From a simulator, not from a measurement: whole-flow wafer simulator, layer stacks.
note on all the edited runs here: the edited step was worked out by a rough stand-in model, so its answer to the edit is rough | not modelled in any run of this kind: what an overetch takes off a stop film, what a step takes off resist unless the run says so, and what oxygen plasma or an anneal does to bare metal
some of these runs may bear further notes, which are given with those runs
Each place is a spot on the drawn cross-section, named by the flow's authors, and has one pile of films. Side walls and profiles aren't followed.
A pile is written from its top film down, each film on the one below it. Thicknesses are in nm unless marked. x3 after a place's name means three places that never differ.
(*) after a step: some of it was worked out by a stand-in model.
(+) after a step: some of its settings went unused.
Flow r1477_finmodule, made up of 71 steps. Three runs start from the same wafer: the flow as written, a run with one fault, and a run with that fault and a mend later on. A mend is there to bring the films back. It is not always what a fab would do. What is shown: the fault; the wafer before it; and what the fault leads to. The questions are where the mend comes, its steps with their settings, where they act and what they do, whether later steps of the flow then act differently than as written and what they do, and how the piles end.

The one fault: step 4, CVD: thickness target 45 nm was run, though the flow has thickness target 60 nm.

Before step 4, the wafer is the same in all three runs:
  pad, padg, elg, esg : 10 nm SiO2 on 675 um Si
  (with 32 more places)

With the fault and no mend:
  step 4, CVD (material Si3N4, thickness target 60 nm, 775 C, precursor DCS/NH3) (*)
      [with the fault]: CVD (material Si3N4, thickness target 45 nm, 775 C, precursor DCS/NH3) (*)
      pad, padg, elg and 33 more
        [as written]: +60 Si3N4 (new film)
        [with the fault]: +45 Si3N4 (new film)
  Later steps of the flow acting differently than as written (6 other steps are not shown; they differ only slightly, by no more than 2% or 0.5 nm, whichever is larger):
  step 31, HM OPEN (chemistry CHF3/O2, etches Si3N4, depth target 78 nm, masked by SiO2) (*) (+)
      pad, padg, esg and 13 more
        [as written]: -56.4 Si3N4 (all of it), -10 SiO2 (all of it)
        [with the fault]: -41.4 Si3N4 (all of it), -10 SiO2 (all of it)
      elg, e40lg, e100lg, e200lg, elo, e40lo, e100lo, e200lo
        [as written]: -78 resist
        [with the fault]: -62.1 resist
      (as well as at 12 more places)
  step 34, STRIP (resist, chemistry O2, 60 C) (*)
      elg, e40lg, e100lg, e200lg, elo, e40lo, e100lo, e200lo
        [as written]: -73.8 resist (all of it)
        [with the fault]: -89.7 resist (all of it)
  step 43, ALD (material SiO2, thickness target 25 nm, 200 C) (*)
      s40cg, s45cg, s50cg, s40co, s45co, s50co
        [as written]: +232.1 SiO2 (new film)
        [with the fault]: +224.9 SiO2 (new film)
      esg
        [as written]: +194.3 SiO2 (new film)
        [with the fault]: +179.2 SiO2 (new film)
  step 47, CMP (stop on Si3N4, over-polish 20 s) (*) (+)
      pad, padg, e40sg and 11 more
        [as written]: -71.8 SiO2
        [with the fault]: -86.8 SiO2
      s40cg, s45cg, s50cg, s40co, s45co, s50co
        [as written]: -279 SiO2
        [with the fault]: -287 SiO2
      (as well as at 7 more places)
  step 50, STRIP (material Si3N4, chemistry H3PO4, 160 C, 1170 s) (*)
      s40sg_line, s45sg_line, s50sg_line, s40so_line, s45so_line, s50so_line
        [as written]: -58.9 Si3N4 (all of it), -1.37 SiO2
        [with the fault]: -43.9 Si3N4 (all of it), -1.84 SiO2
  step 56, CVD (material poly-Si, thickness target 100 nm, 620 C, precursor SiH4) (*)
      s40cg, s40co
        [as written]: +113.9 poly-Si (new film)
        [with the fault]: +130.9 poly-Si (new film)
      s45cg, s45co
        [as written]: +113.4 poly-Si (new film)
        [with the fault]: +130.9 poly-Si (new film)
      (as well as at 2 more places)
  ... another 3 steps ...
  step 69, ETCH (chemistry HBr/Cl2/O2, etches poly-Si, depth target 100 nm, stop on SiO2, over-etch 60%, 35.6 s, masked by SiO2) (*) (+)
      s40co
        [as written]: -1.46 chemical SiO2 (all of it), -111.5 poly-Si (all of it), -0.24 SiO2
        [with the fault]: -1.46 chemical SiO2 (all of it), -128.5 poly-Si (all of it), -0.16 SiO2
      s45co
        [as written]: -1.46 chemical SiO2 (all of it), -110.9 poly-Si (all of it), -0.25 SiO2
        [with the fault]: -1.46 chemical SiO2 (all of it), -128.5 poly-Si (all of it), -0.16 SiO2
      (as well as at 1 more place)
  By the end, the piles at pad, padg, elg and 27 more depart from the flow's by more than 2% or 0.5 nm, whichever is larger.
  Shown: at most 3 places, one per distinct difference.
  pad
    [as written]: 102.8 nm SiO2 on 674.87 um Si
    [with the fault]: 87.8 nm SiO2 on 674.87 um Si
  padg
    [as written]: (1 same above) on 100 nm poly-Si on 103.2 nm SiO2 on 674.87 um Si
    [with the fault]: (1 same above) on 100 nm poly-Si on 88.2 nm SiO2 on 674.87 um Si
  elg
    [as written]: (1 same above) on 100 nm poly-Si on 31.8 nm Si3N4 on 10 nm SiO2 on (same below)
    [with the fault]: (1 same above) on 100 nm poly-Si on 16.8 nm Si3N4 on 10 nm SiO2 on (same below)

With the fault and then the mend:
  The mend stands after step 5.
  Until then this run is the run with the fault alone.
  step 5a, CVD (material Si3N4, thickness target 15 nm, 775 C, precursor DCS/NH3) (*) (a further turn of the flow's step 4, with different settings)
      pad, padg, elg and 33 more
        +15 Si3N4
  Every later step of the flow that is run acts as written at every place that is followed.
  The piles end the same as the flow's at every place that both follow.
